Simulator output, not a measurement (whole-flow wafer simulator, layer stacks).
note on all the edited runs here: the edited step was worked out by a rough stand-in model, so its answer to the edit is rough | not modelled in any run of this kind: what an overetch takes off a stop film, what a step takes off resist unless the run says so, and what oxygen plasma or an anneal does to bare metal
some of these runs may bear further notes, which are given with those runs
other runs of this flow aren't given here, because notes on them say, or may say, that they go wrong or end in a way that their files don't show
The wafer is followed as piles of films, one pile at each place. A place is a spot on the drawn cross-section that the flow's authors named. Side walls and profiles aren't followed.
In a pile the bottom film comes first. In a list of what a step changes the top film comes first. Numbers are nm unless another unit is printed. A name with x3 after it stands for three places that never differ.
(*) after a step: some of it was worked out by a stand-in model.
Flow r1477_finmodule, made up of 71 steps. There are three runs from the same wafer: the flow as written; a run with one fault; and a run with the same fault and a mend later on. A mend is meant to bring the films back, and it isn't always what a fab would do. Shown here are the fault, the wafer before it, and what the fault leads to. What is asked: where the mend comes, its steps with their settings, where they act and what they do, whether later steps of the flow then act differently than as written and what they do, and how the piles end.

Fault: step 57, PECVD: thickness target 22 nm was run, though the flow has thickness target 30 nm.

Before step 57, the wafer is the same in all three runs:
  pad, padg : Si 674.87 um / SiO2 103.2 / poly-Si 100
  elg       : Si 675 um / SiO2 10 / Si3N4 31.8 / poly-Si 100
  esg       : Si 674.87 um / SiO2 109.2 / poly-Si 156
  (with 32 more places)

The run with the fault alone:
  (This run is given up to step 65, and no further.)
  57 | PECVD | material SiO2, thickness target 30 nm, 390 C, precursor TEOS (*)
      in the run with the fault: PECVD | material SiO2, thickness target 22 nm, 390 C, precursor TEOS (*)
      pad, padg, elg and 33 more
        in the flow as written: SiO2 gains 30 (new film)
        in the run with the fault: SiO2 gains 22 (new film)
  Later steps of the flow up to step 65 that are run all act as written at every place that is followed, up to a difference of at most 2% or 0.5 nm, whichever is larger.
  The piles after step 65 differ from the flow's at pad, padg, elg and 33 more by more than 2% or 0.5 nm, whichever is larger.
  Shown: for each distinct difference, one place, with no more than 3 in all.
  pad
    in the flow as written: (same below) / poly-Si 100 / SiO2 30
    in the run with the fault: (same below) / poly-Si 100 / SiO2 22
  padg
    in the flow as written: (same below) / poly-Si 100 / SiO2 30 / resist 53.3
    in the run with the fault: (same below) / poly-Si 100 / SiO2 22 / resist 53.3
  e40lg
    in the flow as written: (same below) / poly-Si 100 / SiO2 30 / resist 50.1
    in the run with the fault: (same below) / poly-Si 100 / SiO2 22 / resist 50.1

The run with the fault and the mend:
  After step 64 comes the mend.
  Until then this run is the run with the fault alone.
  64a | STRIP | resist, chemistry O2, 60 C
      padg, elg, esg
        resist loses 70 (all of it)
      e40lg, e100lg, e200lg
        resist loses 66.9 (all of it)
      s40sg, s45sg
        resist loses 91 (all of it)
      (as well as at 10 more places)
  64b | PECVD | material SiO2, thickness target 8 nm, 390 C, precursor TEOS (*) (a further turn of the flow's step 57, with different settings)
      pad, padg, elg and 33 more
        SiO2 gains 8
  64c | DEHYDRATE | 150 C, 120 s (a further turn of the flow's step 59)
      leaves every film unchanged at each place that is followed
  64d | COAT | resist, thickness 70 nm (*) (a further turn of the flow's step 60)
      e40lg, e100lg, e200lg, elo, e40lo, e100lo, e200lo
        resist gains 66.9 (new film)
      pad, padg, elg, esg
        resist gains 70 (new film)
      s40sg, s45sg, s40so, s45so
        resist gains 91 (new film)
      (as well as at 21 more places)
  64e | SOFTBAKE | 180 C, 180 s (*) (a further turn of the flow's step 61)
      leaves every film unchanged at each place that is followed
  64f | EXPOSE | resist, photomask GATE (a further turn of the flow's step 62)
      leaves every film unchanged at each place that is followed
  64g | DEVELOP (*) (a further turn of the flow's step 63)
      elo, e40lo, e100lo, e200lo
        resist loses 66.9 (all of it)
      eso, e40so
        resist loses 129.5 (all of it)
      s40so, s45so
        resist loses 91 (all of it)
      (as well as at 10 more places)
  Later steps of the flow that are run all act as written at every place that is followed.
  By the end, the piles equal the flow's at every place that both follow.
